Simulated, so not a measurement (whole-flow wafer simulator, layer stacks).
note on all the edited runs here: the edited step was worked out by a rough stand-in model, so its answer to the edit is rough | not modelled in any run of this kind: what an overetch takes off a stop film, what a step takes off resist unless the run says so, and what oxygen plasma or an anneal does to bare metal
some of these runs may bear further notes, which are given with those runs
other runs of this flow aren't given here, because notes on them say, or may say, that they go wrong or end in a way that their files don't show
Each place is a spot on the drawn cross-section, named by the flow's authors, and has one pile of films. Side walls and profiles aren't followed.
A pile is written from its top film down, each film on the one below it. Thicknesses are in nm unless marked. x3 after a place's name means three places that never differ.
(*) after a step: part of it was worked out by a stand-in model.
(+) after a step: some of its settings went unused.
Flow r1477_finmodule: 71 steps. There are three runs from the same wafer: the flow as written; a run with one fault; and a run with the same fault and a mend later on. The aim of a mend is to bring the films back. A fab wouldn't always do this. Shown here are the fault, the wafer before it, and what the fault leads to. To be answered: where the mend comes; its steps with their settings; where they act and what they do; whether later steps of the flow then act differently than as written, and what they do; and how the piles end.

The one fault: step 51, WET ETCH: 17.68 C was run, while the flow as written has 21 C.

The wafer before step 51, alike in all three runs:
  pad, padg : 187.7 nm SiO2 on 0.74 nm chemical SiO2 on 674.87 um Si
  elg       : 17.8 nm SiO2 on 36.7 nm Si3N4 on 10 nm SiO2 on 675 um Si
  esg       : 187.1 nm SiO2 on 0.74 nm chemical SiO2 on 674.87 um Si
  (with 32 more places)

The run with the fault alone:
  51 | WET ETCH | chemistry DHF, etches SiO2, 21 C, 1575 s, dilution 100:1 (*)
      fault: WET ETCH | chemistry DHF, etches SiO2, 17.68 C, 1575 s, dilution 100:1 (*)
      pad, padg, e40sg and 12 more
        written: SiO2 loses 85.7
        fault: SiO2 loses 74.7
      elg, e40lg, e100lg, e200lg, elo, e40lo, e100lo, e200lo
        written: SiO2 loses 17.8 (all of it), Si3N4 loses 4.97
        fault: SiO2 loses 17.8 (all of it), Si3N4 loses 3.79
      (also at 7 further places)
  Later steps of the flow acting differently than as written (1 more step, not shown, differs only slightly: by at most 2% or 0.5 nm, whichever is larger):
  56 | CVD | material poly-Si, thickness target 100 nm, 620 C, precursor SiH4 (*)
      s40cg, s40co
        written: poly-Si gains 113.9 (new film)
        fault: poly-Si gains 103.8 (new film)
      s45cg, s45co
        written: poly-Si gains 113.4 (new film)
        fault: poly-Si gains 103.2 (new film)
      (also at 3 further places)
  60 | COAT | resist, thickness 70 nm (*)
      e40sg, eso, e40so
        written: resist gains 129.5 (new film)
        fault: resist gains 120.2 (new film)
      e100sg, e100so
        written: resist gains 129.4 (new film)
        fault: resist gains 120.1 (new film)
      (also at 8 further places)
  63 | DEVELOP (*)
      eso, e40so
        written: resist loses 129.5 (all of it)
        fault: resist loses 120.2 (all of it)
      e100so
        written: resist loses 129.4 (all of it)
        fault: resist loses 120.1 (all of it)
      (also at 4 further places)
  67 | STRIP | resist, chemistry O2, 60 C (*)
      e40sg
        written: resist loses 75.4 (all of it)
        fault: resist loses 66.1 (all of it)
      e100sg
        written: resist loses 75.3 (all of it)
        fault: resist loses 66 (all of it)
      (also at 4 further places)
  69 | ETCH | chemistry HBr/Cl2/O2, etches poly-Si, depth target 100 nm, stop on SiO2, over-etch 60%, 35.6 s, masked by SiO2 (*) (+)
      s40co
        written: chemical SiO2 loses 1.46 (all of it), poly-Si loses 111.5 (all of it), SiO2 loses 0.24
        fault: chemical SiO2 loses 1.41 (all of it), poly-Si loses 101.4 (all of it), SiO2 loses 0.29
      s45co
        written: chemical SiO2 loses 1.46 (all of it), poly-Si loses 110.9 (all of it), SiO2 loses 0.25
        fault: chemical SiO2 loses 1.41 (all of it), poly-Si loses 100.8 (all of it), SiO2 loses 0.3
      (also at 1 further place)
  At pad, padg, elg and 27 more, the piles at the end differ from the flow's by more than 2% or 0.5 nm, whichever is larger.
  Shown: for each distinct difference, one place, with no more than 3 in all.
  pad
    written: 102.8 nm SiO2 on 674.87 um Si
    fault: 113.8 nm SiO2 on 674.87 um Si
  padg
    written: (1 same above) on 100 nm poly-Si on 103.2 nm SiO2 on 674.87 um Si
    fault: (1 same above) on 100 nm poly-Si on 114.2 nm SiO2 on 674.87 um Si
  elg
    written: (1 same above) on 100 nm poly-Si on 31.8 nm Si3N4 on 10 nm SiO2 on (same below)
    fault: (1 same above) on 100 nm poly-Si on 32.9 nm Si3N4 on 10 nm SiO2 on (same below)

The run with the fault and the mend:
  The mend follows step 51.
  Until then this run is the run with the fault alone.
  51a | WET ETCH | chemistry DHF, etches SiO2, 21 C, 198.3 s, dilution 100:1 (*) (the flow's step 51 again, with other settings)
      pad, padg, e40sg and 12 more
        SiO2 loses 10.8
      elg, e40lg, e100lg, e200lg, elo, e40lo, e100lo, e200lo
        Si3N4 loses 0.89
      esg, s40cg, s45cg, s50cg, s40co, s45co, s50co
        SiO2 loses 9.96
  Later steps of the flow that are run all act as written at every place that is followed, up to a difference of at most 2% or 0.5 nm, whichever is larger.
  When the end is reached, the piles differ only a little from the flow's at the places that both follow, at most by 2% or 0.5 nm, whichever is larger.
